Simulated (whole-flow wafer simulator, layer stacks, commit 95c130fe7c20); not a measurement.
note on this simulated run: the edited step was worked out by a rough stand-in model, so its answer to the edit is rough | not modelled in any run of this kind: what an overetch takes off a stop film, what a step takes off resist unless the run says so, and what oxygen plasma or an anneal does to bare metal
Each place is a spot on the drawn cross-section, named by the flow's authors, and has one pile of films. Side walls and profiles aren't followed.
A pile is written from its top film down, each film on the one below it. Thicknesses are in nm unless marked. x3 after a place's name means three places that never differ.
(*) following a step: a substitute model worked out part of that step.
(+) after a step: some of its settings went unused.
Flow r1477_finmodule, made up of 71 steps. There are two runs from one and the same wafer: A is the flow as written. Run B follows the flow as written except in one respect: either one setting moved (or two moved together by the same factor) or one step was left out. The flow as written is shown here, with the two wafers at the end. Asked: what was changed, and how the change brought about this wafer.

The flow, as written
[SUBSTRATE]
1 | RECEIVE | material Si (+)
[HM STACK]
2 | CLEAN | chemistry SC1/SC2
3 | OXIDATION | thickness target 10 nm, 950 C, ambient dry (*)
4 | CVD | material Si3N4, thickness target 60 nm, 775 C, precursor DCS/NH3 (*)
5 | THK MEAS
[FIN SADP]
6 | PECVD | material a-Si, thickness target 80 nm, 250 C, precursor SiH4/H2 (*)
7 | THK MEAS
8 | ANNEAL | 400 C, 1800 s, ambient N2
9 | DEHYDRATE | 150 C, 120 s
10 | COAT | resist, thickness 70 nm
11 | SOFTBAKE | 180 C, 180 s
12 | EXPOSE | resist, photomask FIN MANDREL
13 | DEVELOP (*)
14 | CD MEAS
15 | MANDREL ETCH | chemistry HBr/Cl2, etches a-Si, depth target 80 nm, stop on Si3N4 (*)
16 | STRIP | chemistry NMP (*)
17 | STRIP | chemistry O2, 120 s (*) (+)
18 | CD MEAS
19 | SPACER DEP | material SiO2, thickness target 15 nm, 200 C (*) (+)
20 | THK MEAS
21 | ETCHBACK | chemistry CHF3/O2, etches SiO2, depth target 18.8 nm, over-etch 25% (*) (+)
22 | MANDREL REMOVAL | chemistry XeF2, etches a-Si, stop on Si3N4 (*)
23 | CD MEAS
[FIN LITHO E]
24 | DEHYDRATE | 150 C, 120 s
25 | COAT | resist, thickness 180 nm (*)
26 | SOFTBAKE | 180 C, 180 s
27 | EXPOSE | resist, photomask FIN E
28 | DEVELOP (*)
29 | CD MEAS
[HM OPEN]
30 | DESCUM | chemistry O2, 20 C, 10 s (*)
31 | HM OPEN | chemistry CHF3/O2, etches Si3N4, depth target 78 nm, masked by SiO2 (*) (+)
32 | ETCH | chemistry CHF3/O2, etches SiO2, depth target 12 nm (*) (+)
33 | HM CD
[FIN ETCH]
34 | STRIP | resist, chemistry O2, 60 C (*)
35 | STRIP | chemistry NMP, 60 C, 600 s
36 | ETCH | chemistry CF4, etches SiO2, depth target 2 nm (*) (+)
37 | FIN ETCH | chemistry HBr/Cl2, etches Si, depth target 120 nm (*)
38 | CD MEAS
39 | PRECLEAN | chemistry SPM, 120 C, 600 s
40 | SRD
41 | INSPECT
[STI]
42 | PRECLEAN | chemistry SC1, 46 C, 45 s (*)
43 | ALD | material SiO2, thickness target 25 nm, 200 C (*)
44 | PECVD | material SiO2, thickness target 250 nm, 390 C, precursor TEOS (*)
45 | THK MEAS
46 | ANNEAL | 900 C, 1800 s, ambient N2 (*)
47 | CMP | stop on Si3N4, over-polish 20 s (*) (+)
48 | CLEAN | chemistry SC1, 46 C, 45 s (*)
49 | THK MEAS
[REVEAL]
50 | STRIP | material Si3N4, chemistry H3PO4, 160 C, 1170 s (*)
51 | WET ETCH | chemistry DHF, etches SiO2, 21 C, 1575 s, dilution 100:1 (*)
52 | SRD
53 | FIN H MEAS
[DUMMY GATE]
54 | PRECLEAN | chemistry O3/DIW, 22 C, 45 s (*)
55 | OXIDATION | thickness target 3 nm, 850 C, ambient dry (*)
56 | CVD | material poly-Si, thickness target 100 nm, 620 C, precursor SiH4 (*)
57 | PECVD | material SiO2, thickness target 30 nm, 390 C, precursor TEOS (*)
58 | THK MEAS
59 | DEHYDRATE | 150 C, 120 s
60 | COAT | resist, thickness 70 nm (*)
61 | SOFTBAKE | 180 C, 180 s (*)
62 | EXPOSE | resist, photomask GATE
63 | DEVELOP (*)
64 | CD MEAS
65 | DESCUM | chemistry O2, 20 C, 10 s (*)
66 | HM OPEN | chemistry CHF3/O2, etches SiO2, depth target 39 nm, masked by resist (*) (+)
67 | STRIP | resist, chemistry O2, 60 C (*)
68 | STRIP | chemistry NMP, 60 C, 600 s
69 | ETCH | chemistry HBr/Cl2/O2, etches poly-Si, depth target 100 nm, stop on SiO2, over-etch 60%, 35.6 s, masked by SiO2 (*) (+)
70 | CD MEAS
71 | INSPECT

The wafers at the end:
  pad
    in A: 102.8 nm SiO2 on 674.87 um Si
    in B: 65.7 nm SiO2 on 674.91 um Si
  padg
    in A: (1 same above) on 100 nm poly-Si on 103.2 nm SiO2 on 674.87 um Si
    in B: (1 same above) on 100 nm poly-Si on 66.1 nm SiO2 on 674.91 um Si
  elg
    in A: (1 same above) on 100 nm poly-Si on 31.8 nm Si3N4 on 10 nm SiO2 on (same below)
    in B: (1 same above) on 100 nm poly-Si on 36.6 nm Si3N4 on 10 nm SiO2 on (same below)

What caused this: step 37, FIN ETCH: depth target 82.8 nm was run, whereas the flow has depth target 120 nm.

Step by step, how the change led to this:
  37 | FIN ETCH | chemistry HBr/Cl2, etches Si, depth target 120 nm (*)
      pad, padg, esg and 19 more: A Si loses 120 | B Si loses 82.8
      elg, e40lg, e100lg, e200lg, elo, e40lo, e100lo, e200lo: A Si3N4 loses 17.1 | B Si3N4 loses 11.8
      (also at 6 further places)
  43 | ALD | material SiO2, thickness target 25 nm, 200 C (*)
      s40cg, s45cg, s50cg, s40co, s45co, s50co: A SiO2 gains 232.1 (new film) | B SiO2 gains 197.8 (new film)
      esg: A SiO2 gains 194.3 (new film) | B SiO2 gains 162.4 (new film)
  47 | CMP | stop on Si3N4, over-polish 20 s (*) (+)
      pad, padg, e40sg and 11 more: A SiO2 loses 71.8 | B SiO2 loses 109
      elg, esg, e40lg and 6 more: A SiO2 loses 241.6 | B SiO2 loses 246.9
      (also at 1 further place)
  51 | WET ETCH | chemistry DHF, etches SiO2, 21 C, 1575 s, dilution 100:1 (*)
      elg, e40lg, e100lg, e200lg, elo, e40lo, e100lo, e200lo: A SiO2 loses 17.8 (all of it), Si3N4 loses 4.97 | B SiO2 loses 12.5 (all of it), Si3N4 loses 5.4
  56 | CVD | material poly-Si, thickness target 100 nm, 620 C, precursor SiH4 (*)
      esg: A poly-Si gains 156 (new film) | B poly-Si gains 160.9 (new film)
  60 | COAT | resist, thickness 70 nm (*)
      e40sg, eso, e40so: A resist gains 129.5 (new film) | B resist gains 134.1 (new film)
      e100sg, e100so: A resist gains 129.4 (new film) | B resist gains 134 (new film)
      (also at 2 further places)
  63 | DEVELOP (*)
      eso, e40so: A resist loses 129.5 (all of it) | B resist loses 134.1 (all of it)
      e100so: A resist loses 129.4 (all of it) | B resist loses 134 (all of it)
      (also at 1 further place)
  67 | STRIP | resist, chemistry O2, 60 C (*)
      e40sg: A resist loses 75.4 (all of it) | B resist loses 80 (all of it)
      e100sg: A resist loses 75.3 (all of it) | B resist loses 79.9 (all of it)
      (also at 1 further place)
